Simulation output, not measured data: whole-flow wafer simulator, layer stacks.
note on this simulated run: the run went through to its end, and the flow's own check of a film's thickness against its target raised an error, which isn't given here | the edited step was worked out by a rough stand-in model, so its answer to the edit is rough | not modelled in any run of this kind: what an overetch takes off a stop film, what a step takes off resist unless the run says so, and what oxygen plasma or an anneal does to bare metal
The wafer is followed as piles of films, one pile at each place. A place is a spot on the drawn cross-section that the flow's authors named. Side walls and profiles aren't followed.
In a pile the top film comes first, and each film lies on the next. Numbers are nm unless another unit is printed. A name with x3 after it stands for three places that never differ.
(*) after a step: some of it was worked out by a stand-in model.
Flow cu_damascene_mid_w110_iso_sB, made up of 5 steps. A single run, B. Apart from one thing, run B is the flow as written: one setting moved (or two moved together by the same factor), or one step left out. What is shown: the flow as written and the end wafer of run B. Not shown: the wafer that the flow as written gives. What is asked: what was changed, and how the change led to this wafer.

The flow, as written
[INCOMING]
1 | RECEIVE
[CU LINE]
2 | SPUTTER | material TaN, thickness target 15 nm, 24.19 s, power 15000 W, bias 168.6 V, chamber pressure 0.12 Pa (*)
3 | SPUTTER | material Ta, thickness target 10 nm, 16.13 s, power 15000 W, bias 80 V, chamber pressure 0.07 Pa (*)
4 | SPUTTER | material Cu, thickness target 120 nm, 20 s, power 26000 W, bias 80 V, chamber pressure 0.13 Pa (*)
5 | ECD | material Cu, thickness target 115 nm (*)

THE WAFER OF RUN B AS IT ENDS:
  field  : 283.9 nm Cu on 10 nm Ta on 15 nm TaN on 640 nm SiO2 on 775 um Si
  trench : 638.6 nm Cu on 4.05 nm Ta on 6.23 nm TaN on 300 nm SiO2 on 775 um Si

The reason: step 5, ECD: thickness target 163.9 nm was run, though the flow has thickness target 115 nm.

How this came from the change, step by step:
  5 | ECD | material Cu, thickness target 115 nm (*)
      field: +163.9 Cu (as written it would have been: +115 Cu)
      trench: +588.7 Cu (as written it would have been: +539.8 Cu)
